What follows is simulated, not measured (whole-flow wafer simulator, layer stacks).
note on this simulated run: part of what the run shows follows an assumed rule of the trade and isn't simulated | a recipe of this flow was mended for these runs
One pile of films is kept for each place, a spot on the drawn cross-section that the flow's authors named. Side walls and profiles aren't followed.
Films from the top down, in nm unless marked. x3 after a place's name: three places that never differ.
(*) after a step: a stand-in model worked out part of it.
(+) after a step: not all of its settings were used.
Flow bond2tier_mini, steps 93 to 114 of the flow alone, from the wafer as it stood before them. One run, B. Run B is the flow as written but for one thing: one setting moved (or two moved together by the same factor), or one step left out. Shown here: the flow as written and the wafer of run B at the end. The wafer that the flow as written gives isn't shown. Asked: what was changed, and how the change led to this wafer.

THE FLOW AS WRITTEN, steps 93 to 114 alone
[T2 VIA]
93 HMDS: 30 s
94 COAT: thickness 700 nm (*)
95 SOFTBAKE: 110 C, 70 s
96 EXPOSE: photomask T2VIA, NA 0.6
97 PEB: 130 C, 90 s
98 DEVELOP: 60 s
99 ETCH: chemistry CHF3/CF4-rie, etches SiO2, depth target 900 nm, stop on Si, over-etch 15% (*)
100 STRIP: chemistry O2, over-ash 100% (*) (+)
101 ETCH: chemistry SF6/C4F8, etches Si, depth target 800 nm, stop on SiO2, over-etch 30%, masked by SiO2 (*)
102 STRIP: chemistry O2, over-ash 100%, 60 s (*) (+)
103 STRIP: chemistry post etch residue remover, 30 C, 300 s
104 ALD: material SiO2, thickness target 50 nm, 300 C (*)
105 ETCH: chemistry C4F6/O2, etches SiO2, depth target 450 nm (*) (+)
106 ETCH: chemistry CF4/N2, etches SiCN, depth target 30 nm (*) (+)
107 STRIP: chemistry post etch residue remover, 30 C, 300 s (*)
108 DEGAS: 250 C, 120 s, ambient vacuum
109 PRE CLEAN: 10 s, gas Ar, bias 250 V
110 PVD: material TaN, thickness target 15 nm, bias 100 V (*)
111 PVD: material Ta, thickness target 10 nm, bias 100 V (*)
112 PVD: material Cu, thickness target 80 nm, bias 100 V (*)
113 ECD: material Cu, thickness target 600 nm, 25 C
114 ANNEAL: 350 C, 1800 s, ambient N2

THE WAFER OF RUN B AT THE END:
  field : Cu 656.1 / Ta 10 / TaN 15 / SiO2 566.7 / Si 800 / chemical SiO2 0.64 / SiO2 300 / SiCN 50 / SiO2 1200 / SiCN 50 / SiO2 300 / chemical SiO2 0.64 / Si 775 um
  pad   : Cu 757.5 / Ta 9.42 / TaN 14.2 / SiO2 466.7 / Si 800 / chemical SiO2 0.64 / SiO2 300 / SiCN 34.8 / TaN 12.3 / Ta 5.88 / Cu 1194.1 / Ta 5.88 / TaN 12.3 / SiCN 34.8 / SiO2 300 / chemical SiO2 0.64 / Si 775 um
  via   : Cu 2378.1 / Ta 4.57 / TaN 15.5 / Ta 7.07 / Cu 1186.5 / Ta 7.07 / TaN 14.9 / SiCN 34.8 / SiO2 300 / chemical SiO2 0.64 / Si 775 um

The cause: step 112, PVD: thickness target 56.1 nm was run, where the flow has thickness target 80 nm.

How the change led to this, step by step:
  112 PVD: material Cu, thickness target 80 nm, bias 100 V (*)
      field: Cu +56.1 (new film) (as written it would be: Cu +80 (new film))
      pad: Cu +52.8 (new film) (as written it would be: Cu +75.3 (new film))
      (and at 1 more place)
